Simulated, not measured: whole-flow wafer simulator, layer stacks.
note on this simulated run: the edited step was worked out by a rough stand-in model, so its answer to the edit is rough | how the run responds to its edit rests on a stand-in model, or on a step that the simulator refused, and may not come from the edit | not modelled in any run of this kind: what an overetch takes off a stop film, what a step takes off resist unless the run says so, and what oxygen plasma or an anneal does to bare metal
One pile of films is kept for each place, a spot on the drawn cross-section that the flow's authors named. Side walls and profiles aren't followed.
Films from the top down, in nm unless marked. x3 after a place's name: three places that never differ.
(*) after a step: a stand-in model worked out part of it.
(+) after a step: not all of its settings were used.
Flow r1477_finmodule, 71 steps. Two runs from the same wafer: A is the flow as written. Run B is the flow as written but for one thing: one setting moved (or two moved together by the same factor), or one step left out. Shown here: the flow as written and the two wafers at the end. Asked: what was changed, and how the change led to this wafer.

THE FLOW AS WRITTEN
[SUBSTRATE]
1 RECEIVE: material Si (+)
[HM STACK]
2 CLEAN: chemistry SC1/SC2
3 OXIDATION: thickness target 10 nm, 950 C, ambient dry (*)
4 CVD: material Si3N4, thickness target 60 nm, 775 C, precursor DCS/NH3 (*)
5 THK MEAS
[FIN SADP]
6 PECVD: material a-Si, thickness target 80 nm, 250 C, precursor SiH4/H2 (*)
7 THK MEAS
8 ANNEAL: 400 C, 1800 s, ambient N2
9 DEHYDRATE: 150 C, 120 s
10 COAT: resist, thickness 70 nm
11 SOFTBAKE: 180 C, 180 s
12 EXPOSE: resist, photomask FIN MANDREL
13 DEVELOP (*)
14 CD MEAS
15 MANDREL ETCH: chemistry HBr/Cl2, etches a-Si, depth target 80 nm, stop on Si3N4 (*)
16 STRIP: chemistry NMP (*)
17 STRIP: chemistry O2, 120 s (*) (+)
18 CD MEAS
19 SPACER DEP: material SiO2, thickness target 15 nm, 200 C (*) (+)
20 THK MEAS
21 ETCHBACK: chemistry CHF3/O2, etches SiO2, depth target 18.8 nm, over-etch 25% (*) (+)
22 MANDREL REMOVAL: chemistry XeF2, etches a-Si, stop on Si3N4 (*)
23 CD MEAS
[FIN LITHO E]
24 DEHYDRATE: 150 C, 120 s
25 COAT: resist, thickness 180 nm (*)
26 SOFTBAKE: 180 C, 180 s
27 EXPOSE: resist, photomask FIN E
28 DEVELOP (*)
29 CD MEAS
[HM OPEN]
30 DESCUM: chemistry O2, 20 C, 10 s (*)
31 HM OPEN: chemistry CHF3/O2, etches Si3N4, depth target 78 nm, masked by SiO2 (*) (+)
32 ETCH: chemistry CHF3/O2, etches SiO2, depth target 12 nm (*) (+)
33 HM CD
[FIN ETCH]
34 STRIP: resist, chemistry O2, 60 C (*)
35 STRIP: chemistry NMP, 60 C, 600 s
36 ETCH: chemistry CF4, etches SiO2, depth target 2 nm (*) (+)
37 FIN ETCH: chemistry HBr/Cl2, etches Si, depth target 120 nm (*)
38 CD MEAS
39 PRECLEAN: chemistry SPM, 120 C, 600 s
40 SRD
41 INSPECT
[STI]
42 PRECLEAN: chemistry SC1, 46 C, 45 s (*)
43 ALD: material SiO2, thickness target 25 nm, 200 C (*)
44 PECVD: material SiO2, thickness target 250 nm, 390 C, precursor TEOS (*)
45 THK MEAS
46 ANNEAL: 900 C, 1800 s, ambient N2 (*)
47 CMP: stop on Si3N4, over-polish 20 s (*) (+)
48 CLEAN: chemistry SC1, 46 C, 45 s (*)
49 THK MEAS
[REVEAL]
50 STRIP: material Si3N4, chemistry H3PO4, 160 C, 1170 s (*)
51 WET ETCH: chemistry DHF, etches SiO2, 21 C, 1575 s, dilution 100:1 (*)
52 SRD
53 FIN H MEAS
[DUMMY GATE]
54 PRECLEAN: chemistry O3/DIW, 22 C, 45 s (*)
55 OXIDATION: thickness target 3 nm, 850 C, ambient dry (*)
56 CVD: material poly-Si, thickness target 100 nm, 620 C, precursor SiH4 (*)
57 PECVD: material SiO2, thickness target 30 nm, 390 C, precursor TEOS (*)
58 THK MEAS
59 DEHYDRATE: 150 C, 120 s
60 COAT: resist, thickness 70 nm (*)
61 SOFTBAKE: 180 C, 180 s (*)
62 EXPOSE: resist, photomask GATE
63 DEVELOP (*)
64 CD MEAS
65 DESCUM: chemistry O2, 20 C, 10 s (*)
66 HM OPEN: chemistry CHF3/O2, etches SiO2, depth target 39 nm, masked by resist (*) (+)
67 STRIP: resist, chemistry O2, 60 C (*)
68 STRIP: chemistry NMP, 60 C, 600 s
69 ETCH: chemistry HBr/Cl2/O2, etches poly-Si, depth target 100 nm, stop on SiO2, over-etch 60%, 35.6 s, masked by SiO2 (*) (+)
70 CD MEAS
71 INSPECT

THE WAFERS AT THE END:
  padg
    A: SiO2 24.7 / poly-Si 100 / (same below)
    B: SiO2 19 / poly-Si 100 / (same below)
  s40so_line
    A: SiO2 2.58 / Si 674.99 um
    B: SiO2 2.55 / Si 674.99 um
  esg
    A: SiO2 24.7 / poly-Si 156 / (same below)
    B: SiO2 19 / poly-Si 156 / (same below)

The cause: step 57, PECVD: thickness target 24.3 nm was run, where the flow has thickness target 30 nm.

How the change led to this, step by step:
  57 PECVD: material SiO2, thickness target 30 nm, 390 C, precursor TEOS (*)
      pad, padg, elg and 33 more: A SiO2 +30 (new film) | B SiO2 +24.3 (new film)
  66 HM OPEN: chemistry CHF3/O2, etches SiO2, depth target 39 nm, masked by resist (*) (+)
      pad, elo, eso and 15 more: A SiO2 -30 (all of it), poly-Si -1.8 | B SiO2 -24.3 (all of it), poly-Si -2.43
      padg, elg, esg and 15 more: A resist -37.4 | B resist -34.9
  67 STRIP: resist, chemistry O2, 60 C (*)
      padg, elg, esg: A resist -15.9 (all of it) | B resist -18.3 (all of it)
      e40lg, e100lg, e200lg: A resist -12.8 (all of it) | B resist -15.2 (all of it)
      (and at 12 more places)
